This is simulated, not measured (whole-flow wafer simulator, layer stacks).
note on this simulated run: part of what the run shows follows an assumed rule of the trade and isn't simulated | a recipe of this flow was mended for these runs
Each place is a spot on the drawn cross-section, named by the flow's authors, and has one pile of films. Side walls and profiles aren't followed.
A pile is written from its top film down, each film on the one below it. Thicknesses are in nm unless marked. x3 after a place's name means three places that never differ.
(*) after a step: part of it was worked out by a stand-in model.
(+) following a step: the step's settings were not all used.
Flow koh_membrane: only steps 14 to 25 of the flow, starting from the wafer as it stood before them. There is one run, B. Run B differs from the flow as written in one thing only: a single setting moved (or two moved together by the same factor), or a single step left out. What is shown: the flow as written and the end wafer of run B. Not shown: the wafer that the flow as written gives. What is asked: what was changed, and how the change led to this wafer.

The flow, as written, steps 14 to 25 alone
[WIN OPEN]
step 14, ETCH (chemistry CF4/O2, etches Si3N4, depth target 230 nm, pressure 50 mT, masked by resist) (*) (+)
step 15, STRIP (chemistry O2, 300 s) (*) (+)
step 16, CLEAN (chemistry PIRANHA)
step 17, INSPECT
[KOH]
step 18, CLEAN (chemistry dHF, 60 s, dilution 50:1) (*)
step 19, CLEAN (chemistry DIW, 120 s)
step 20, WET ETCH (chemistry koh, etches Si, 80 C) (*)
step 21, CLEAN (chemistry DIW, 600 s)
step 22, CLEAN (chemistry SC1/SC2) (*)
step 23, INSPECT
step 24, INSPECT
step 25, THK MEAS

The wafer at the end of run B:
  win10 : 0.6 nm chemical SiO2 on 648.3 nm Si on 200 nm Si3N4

The reason: step 14, ETCH: depth target 212.9 nm was run, while the flow as written has depth target 230 nm.

Step by step, how the change led to this:
  step 14, ETCH (chemistry CF4/O2, etches Si3N4, depth target 230 nm, pressure 50 mT, masked by resist) (*) (+)
      win20 x4, win10: Si3N4 loses 200 (all of it), chemical SiO2 loses 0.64 (all of it), Si loses 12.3 (as written it would have been: Si3N4 loses 200 (all of it), chemical SiO2 loses 0.64 (all of it), Si loses 29.4)
      field: i-line-resist loses 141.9 (as written it would have been: i-line-resist loses 153.3)
